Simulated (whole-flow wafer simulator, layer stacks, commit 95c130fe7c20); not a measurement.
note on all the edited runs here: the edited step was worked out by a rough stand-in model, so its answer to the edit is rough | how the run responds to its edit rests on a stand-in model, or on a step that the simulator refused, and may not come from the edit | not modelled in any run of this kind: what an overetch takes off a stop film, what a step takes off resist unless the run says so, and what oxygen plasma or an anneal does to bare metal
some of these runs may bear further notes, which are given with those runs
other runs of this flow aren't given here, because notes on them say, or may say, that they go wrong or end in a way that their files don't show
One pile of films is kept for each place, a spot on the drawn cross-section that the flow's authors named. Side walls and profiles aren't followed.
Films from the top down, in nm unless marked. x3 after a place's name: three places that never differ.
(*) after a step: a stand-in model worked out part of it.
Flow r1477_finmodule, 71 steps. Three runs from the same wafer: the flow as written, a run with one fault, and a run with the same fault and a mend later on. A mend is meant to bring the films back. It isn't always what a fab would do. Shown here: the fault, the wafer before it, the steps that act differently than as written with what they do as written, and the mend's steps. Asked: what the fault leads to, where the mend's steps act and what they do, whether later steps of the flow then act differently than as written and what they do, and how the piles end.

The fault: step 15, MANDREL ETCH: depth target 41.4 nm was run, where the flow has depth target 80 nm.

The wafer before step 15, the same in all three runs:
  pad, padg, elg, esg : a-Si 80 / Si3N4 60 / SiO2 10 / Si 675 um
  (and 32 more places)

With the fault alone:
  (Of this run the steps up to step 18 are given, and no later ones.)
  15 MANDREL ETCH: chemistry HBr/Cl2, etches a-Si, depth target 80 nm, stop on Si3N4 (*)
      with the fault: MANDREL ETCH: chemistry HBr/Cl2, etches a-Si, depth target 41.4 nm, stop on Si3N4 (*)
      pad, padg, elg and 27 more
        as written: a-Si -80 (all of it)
        with the fault: a-Si -41.4
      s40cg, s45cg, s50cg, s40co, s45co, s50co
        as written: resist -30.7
        with the fault: resist -15.9
  Later steps of the flow that act differently than as written:
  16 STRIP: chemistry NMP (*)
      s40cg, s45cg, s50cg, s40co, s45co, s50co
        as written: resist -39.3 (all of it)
        with the fault: resist -54.1 (all of it)
  After step 18 the piles differ from the flow's by more than 2% or 0.5 nm, whichever is larger, at pad, padg, elg and 27 more.
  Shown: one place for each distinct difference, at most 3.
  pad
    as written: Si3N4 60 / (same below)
    with the fault: a-Si 38.6 / Si3N4 60 / (same below)

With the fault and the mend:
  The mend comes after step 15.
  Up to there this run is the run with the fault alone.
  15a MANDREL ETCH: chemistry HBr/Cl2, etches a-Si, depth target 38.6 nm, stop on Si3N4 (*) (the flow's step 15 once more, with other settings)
      pad, padg, elg and 27 more
        a-Si -38.6 (all of it)
      s40cg, s45cg, s50cg, s40co, s45co, s50co
        resist -14.8
  No later step of the flow acts differently than as written at any place that is followed.
  At the end the piles are the same as the flow's at every place that both follow.
